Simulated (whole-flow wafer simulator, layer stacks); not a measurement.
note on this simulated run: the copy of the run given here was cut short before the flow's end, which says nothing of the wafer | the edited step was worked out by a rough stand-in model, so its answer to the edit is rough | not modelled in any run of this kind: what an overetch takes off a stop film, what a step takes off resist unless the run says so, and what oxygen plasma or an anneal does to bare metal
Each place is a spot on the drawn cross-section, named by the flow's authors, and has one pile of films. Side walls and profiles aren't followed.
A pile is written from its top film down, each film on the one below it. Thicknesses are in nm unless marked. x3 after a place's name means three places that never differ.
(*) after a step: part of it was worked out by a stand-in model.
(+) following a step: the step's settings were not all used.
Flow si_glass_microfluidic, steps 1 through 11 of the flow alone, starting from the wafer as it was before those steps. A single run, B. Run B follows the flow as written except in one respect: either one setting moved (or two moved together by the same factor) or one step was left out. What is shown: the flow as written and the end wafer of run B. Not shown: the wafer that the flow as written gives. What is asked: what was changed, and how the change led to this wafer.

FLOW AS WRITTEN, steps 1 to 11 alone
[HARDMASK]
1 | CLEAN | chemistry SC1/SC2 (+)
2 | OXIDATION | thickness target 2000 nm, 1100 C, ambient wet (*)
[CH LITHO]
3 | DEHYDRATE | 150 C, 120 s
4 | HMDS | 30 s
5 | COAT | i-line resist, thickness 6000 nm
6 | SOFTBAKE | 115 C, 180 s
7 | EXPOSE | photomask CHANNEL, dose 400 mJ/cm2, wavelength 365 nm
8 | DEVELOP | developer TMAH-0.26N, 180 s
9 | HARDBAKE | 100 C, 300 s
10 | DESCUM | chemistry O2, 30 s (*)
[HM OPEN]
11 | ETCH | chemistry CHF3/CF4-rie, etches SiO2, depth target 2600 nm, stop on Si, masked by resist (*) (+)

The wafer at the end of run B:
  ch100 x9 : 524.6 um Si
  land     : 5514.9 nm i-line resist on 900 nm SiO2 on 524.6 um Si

Cause: step 2, OXIDATION: thickness target 900 nm was run, though the flow has thickness target 2000 nm.
The wafer lets one read it off: land has SiO2 900, and step 2 as written asks for 2000 nm.

Step by step, how the change led to this:
  2 | OXIDATION | thickness target 2000 nm, 1100 C, ambient wet (*)
      land, ch100 x9: SiO2 gains 900 (new film), chemical SiO2 loses 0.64 (all of it), Si loses 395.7 (as written it would have been: SiO2 gains 2000 (new film), chemical SiO2 loses 0.64 (all of it), Si loses 879.7)
  11 | ETCH | chemistry CHF3/CF4-rie, etches SiO2, depth target 2600 nm, stop on Si, masked by resist (*) (+)
      ch100 x9: SiO2 loses 900 (all of it) (as written it would have been: SiO2 loses 2000 (all of it))
      land: i-line resist loses 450 (as written it would have been: i-line resist loses 866.7)
